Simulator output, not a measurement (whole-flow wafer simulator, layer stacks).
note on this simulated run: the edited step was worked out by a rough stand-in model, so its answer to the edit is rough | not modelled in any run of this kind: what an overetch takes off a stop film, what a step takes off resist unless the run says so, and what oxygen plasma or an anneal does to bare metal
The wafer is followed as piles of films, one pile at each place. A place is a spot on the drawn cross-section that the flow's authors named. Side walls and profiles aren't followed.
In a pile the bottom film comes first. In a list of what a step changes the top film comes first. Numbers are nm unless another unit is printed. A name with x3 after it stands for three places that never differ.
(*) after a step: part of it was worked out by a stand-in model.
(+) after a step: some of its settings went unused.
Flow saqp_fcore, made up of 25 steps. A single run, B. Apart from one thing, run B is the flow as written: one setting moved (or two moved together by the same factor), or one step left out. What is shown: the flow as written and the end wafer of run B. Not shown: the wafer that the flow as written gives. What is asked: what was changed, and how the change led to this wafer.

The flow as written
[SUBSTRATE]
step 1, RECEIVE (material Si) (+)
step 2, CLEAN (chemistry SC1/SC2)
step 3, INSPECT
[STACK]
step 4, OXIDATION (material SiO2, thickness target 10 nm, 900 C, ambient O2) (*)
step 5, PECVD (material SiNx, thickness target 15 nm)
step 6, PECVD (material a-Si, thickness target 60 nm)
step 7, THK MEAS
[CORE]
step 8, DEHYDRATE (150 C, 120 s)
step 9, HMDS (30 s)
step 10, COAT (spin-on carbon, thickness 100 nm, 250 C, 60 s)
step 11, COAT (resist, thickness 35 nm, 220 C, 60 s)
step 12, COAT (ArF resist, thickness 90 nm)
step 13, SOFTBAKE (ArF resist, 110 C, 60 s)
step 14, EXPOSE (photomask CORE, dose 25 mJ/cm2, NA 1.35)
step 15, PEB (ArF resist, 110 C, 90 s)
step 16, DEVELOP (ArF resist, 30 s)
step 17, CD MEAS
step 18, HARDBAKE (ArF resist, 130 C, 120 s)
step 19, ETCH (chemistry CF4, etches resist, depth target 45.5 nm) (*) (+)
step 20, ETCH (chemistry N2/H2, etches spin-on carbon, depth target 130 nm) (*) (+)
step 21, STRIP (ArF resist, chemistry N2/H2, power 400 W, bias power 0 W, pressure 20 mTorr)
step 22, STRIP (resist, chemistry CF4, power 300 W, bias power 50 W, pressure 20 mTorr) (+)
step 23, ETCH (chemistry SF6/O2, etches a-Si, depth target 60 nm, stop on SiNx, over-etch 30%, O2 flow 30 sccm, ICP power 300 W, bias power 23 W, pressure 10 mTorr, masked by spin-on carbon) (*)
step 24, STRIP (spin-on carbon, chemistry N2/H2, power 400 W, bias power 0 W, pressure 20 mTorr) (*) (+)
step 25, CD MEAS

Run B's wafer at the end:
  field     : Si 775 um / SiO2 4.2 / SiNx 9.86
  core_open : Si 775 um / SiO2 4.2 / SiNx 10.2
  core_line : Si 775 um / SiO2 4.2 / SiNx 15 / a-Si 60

Cause: step 4, OXIDATION: thickness target 4.2 nm was run, though the flow has thickness target 10 nm.
The wafer lets one read it off: field has SiO2 4.2, and step 4 as written asks for 10 nm.

The path from the change to this, step by step:
  step 4, OXIDATION (material SiO2, thickness target 10 nm, 900 C, ambient O2) (*)
      field, core_open, core_line: SiO2 gains 4.2 (new film), chemical SiO2 loses 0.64 (all of it), Si loses 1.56 (in the flow as written it would be: SiO2 gains 10 (new film), chemical SiO2 loses 0.64 (all of it), Si loses 4.12)
